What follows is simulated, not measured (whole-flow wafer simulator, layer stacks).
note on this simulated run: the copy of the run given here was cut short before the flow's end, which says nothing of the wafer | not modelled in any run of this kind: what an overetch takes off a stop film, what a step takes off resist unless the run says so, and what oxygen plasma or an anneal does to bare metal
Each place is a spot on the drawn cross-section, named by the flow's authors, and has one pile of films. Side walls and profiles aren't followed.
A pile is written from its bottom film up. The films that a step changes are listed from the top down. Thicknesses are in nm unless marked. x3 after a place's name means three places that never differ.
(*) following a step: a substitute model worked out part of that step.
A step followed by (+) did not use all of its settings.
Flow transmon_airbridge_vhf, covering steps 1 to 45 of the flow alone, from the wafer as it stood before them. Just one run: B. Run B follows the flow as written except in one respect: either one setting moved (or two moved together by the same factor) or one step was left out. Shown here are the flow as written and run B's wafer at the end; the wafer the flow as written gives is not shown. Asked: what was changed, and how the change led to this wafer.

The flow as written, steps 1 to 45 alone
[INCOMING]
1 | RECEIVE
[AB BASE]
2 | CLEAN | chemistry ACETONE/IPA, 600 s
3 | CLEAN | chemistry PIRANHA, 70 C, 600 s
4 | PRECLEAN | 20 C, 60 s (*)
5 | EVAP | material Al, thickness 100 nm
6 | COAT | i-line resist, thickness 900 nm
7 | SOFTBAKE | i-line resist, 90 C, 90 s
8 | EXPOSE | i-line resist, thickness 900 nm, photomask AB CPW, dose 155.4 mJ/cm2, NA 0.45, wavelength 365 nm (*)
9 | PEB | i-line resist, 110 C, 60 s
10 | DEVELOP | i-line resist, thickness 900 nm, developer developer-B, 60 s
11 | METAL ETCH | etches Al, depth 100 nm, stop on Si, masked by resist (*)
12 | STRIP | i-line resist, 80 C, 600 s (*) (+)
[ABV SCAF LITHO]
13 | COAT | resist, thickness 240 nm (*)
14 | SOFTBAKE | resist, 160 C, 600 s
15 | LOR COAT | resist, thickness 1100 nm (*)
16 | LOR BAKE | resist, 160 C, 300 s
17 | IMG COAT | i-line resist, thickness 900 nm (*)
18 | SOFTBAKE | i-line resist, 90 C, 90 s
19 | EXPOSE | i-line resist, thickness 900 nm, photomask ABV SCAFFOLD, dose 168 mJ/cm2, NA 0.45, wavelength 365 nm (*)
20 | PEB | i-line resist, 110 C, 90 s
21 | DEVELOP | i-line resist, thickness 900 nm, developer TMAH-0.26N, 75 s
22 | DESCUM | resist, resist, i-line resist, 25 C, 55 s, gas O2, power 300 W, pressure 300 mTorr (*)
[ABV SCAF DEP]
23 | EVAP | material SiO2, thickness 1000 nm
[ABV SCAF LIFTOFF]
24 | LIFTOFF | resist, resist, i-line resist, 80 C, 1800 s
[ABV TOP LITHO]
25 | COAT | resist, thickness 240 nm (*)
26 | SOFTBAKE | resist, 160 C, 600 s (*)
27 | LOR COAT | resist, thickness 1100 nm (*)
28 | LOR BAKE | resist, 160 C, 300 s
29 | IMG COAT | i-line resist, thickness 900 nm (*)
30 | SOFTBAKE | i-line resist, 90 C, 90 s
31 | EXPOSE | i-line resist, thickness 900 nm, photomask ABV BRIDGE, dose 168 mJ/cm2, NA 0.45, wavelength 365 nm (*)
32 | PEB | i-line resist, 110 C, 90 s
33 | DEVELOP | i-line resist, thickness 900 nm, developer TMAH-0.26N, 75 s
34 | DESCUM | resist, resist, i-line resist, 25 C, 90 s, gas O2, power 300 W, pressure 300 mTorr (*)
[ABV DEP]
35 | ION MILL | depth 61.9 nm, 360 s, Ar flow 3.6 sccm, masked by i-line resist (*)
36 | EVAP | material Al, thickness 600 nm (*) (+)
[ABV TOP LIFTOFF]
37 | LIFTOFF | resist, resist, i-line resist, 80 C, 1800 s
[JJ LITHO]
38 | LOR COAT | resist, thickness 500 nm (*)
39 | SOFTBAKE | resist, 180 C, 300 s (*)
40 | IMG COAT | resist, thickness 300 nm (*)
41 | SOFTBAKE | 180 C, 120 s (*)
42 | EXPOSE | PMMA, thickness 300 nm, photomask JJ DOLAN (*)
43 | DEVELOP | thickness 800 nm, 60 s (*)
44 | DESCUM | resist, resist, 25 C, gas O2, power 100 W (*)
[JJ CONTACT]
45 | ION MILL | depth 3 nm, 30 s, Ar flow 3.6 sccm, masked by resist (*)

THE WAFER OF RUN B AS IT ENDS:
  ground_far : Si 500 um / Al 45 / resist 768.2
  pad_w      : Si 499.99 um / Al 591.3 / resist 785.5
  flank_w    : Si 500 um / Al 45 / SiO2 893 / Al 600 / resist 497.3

Cause: step 5, EVAP: thickness 45 nm was run, though the flow has thickness 100 nm.
One can read it off the wafer: ground_far has Al 45, and step 5 as written asks for 100 nm.

The path from the change to this, step by step:
  5 | EVAP | material Al, thickness 100 nm
      field x3, jj_line, ground_far and 12 more: Al gains 45 (new film) (in the flow as written it would be: Al gains 100 (new film))
  11 | METAL ETCH | etches Al, depth 100 nm, stop on Si, masked by resist (*)
      ground_far, pad_w, flank_w and 8 more: i-line resist loses 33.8 (in the flow as written it would be: i-line resist loses 50)
      field x3, jj_line, gap_w, gap_e: Al loses 45 (all of it) (in the flow as written it would be: Al loses 100 (all of it))
  13 | COAT | resist, thickness 240 nm (*)
      flank_w, flank_e: resist gains 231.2 (new film) (in the flow as written it would be: resist gains 222.3 (new film))
      gap_w, gap_e: resist gains 245.7 (new film) (in the flow as written it would be: resist gains 251.7 (new film))
  22 | DESCUM | resist, resist, i-line resist, 25 C, 55 s, gas O2, power 300 W, pressure 300 mTorr (*)
      flank_w, flank_e: resist loses 231.2 (all of it) (in the flow as written it would be: resist loses 222.3 (all of it))
      gap_w, gap_e: resist loses 245.7 (all of it) (in the flow as written it would be: resist loses 251.7 (all of it))
  25 | COAT | resist, thickness 240 nm (*)
      flank_w, flank_e: resist gains 159.4 (new film) (in the flow as written it would be: resist gains 152.6 (new film))
      gap_w, gap_e: resist gains 204.7 (new film) (in the flow as written it would be: resist gains 210.7 (new film))
  29 | IMG COAT | i-line resist, thickness 900 nm (*)
      gap_w, gap_e: i-line resist gains 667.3 (new film) (in the flow as written it would be: i-line resist gains 681.7 (new film))
  32 | PEB | i-line resist, 110 C, 90 s
      gap_w, gap_e: i-line resist loses 34 (in the flow as written it would be: i-line resist loses 34.7)
  33 | DEVELOP | i-line resist, thickness 900 nm, developer TMAH-0.26N, 75 s
      gap_w, gap_e: i-line resist loses 633.3 (all of it), resist loses 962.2 (in the flow as written it would be: i-line resist loses 646.9 (all of it), resist loses 977.8)
  34 | DESCUM | resist, resist, i-line resist, 25 C, 90 s, gas O2, power 300 W, pressure 300 mTorr (*)
      flank_w, flank_e: resist loses 159.4 (all of it) (in the flow as written it would be: resist loses 152.6 (all of it))
      gap_w, gap_e: resist loses 204.7 (all of it) (in the flow as written it would be: resist loses 210.7 (all of it))
  35 | ION MILL | depth 61.9 nm, 360 s, Ar flow 3.6 sccm, masked by i-line resist (*)
      pad_w, pad_e: Al loses 45 (all of it), Si loses 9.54 (in the flow as written it would be: Al loses 61.9)
  36 | EVAP | material Al, thickness 600 nm (*) (+)
      pad_w, pad_e: Al gains 591.3 (new film) (in the flow as written it would be: Al gains 591.2)
  38 | LOR COAT | resist, thickness 500 nm (*)
      gap_w, gap_e: resist gains 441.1 (new film) (in the flow as written it would be: resist gains 450.7 (new film))
  40 | IMG COAT | resist, thickness 300 nm (*)
      flank_w, flank_e: resist gains 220 (in the flow as written it would be: resist gains 212.1)
      gap_w, gap_e: resist gains 240.6 (in the flow as written it would be: resist gains 245.7)
